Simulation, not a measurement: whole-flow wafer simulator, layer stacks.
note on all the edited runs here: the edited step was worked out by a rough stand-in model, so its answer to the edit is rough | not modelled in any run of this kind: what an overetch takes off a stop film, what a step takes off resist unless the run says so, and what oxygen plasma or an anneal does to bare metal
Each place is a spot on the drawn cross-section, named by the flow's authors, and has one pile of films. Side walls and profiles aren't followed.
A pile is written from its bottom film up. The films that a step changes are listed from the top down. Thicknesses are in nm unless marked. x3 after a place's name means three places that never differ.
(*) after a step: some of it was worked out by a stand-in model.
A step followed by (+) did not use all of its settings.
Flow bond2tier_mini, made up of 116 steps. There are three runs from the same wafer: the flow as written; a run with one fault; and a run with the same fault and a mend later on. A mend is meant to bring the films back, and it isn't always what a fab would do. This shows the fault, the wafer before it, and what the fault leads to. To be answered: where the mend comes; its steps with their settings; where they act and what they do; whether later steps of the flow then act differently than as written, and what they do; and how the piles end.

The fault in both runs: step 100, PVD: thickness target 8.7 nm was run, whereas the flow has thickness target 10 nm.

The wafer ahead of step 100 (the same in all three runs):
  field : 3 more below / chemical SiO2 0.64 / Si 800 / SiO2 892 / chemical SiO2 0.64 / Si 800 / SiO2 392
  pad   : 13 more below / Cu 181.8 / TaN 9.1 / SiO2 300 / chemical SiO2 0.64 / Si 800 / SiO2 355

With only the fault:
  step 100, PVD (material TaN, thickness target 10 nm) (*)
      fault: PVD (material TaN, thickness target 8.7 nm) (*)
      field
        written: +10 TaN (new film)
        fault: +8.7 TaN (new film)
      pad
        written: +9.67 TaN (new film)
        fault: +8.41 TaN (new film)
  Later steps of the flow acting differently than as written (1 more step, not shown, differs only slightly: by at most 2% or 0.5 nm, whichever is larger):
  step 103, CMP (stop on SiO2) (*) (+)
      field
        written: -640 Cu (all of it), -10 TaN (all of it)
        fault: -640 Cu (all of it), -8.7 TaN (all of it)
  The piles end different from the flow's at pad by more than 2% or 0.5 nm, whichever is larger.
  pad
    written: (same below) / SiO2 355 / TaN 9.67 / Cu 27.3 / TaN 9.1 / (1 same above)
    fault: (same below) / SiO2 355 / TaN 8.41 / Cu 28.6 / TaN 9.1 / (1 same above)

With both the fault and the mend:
  The mend follows step 100.
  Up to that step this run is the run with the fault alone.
  step 100a, PVD (material TaN, thickness target 1.3 nm) (*) (the flow's step 100 again, with other settings)
      field
        +1.3 TaN
      pad
        +1.26 TaN
  None of the later steps of the flow acts differently than as written at any place that is followed.
  At every place that both follow, the piles at the end match the flow's.
